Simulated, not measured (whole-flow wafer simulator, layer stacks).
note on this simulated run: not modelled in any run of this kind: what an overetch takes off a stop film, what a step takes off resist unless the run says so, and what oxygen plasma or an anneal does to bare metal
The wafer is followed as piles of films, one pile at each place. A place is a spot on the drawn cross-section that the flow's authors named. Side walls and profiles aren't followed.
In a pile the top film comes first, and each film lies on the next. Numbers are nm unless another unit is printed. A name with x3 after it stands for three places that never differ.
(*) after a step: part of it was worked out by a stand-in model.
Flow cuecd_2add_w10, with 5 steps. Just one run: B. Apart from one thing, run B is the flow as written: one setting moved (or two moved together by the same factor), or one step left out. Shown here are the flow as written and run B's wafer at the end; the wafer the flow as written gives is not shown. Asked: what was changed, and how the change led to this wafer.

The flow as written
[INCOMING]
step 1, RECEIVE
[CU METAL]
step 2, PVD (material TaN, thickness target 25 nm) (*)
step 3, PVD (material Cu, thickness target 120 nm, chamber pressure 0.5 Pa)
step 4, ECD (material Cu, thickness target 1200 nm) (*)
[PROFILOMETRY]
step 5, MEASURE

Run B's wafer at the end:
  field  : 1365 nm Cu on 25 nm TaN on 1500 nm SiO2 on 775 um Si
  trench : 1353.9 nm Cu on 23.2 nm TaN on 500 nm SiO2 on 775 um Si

Cause: step 3, PVD: thickness target 165 nm was run, though the flow has thickness target 120 nm.

Step by step, how the change led to this:
  step 3, PVD (material Cu, thickness target 120 nm, chamber pressure 0.5 Pa)
      field: Cu gains 165 (new film) (as written it would have been: Cu gains 120 (new film))
      trench: Cu gains 153.9 (new film) (as written it would have been: Cu gains 111.8 (new film))
